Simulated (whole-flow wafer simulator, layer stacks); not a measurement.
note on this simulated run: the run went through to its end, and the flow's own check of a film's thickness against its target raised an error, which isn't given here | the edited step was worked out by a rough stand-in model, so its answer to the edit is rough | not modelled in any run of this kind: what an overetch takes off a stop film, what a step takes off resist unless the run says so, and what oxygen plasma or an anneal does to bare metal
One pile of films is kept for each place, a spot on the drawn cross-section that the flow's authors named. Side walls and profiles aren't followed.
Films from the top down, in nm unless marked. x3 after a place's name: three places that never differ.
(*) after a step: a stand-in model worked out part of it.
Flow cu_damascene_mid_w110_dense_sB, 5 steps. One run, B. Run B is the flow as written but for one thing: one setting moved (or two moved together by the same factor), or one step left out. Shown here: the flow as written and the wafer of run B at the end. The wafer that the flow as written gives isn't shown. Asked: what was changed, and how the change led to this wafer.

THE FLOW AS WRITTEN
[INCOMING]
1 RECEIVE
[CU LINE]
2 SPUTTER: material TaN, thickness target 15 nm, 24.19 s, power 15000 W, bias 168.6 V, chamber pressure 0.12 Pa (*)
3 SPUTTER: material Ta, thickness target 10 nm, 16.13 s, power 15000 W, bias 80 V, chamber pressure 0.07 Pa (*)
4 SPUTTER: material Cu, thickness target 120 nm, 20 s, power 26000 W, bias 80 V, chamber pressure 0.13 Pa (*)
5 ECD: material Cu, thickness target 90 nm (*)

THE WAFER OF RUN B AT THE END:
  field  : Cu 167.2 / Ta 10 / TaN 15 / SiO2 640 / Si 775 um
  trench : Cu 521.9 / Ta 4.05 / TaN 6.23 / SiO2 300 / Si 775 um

The cause: step 5, ECD: thickness target 47.2 nm was run, where the flow has thickness target 90 nm.

How the change led to this, step by step:
  5 ECD: material Cu, thickness target 90 nm (*)
      field: Cu +47.2 (as written it would be: Cu +90)
      trench: Cu +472 (as written it would be: Cu +514.8)
